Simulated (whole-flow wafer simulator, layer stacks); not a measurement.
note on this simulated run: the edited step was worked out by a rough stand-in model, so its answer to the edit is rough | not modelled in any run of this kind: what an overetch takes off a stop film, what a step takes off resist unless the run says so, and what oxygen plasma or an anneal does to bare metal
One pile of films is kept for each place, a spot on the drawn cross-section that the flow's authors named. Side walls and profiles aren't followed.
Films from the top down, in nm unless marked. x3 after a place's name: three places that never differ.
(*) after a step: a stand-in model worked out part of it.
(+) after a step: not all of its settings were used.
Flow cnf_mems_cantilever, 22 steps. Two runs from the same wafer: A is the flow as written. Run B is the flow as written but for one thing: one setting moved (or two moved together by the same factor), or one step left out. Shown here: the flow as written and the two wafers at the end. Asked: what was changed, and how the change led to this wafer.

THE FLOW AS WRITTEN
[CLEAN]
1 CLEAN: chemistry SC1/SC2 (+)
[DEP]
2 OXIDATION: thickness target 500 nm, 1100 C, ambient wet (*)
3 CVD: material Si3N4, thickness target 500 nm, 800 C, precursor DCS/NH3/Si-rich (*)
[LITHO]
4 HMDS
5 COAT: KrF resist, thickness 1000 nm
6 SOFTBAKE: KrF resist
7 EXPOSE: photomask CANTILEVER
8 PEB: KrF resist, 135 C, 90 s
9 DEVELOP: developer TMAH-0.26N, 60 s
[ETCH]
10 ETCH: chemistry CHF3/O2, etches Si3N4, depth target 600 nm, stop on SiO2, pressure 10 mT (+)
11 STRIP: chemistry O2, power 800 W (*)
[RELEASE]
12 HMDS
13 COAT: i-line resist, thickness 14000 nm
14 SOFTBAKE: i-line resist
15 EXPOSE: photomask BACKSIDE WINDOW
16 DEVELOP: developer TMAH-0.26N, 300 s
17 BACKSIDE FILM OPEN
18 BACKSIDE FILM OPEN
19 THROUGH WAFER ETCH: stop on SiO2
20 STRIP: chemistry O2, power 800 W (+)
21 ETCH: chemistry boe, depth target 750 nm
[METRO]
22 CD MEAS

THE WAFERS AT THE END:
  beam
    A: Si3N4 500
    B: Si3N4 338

The cause: step 3, CVD: thickness target 338 nm was run, where the flow has thickness target 500 nm.
It can be read off the wafer: beam has Si3N4 338, and step 3 as written asks for 500 nm.

How the change led to this, step by step:
  3 CVD: material Si3N4, thickness target 500 nm, 800 C, precursor DCS/NH3/Si-rich (*)
      field, beam: A Si3N4 +500 (new film) | B Si3N4 +338 (new film)
  10 ETCH: chemistry CHF3/O2, etches Si3N4, depth target 600 nm, stop on SiO2, pressure 10 mT (+)
      field: A Si3N4 -500 (all of it) | B Si3N4 -338 (all of it)
      beam: A KrF resist -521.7 | B KrF resist -440.9
  11 STRIP: chemistry O2, power 800 W (*)
      beam: A KrF resist -419.9 (all of it) | B KrF resist -500.8 (all of it)
